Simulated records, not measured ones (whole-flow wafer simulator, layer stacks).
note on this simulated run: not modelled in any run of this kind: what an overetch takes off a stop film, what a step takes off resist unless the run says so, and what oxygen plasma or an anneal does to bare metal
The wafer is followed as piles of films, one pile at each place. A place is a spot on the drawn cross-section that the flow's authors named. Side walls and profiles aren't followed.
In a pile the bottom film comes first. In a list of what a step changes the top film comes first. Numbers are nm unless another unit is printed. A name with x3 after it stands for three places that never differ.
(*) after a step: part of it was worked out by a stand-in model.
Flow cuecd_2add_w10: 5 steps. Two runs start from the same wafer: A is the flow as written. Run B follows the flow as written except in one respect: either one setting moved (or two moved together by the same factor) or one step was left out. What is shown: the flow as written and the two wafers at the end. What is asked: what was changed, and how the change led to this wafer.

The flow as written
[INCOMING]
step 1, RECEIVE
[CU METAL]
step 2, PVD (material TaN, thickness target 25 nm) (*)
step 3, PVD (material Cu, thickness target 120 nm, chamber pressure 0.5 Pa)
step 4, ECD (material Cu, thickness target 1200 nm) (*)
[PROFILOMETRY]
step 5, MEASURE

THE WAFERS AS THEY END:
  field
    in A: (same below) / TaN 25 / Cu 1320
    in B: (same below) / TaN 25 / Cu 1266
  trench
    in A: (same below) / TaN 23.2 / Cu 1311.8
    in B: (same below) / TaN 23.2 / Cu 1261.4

The reason: step 3, PVD: thickness target 66 nm was run, though the flow has thickness target 120 nm.

Step by step, how the change led to this:
  step 3, PVD (material Cu, thickness target 120 nm, chamber pressure 0.5 Pa)
      field: A +120 Cu (new film) | B +66 Cu (new film)
      trench: A +111.8 Cu (new film) | B +61.4 Cu (new film)
